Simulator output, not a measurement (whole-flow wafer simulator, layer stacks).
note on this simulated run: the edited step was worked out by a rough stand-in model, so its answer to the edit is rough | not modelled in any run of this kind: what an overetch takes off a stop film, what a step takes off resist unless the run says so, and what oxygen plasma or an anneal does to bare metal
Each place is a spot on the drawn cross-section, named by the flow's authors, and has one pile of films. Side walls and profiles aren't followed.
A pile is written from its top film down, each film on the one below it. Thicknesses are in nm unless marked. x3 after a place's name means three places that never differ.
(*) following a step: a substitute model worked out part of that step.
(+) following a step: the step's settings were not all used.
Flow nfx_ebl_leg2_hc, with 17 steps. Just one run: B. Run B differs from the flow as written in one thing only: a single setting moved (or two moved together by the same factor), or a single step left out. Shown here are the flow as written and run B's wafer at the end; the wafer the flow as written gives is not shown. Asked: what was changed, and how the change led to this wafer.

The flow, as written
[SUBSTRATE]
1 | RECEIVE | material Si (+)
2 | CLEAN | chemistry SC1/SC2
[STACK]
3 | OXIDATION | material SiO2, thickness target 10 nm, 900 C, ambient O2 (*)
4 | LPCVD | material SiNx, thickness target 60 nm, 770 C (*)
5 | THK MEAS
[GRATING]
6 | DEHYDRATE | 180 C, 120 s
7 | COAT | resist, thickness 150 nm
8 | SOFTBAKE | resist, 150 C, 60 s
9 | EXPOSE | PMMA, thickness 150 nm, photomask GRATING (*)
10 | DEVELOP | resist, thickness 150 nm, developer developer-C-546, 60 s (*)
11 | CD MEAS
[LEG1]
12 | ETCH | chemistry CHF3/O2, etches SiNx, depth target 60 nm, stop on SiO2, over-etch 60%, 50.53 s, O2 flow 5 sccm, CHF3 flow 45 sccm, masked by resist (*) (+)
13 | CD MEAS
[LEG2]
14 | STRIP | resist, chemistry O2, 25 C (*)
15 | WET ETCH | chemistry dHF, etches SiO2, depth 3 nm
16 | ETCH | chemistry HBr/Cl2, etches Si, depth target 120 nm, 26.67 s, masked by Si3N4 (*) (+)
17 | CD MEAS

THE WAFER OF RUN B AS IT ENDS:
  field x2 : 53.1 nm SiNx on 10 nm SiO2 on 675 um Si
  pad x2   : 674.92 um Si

The reason: step 16, ETCH: depth target 72 nm was run, whereas the flow has depth target 120 nm; step 16, ETCH: 16 s was run, where the flow has 26.67 s.

Step by step, how the change led to this:
  16 | ETCH | chemistry HBr/Cl2, etches Si, depth target 120 nm, 26.67 s, masked by Si3N4 (*) (+)
      field x2: SiNx loses 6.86 (it would be, as written: SiNx loses 11.4)
      pad x2: Si loses 72 (it would be, as written: Si loses 120)
